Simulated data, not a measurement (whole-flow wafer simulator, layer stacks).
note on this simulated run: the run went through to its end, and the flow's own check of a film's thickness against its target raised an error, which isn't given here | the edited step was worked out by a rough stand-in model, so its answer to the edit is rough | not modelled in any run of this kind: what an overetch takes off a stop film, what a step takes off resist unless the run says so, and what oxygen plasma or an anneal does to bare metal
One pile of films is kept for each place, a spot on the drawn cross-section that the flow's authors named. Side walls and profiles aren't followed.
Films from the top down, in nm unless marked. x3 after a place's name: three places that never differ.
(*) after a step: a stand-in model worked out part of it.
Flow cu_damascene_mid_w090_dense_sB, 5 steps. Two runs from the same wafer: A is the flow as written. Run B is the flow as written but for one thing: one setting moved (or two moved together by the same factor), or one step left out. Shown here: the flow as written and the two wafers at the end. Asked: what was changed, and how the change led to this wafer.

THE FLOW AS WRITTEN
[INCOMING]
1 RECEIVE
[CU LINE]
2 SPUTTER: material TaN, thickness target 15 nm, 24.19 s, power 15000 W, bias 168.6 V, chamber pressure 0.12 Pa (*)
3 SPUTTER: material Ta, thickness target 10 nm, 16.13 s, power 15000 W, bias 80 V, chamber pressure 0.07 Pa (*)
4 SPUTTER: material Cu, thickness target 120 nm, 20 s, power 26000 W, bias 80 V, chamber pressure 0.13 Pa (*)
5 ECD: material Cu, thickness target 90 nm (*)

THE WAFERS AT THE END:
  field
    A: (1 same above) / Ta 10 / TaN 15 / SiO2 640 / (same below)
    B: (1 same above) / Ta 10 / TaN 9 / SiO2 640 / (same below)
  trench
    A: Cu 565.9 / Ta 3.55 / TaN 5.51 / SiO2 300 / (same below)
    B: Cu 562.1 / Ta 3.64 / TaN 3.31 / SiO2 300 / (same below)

The cause: step 2, SPUTTER: thickness target 9 nm was run, where the flow has thickness target 15 nm; step 2, SPUTTER: 14.51 s was run, where the flow has 24.19 s.
It can be read off the wafer: field has TaN 9, and step 2 as written asks for 15 nm.

How the change led to this, step by step:
  2 SPUTTER: material TaN, thickness target 15 nm, 24.19 s, power 15000 W, bias 168.6 V, chamber pressure 0.12 Pa (*)
      field: A TaN +15 (new film) | B TaN +9 (new film)
      trench: A TaN +5.51 (new film) | B TaN +3.31 (new film)
  4 SPUTTER: material Cu, thickness target 120 nm, 20 s, power 26000 W, bias 80 V, chamber pressure 0.13 Pa (*)
      trench: A Cu +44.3 (new film) | B Cu +45.3 (new film)
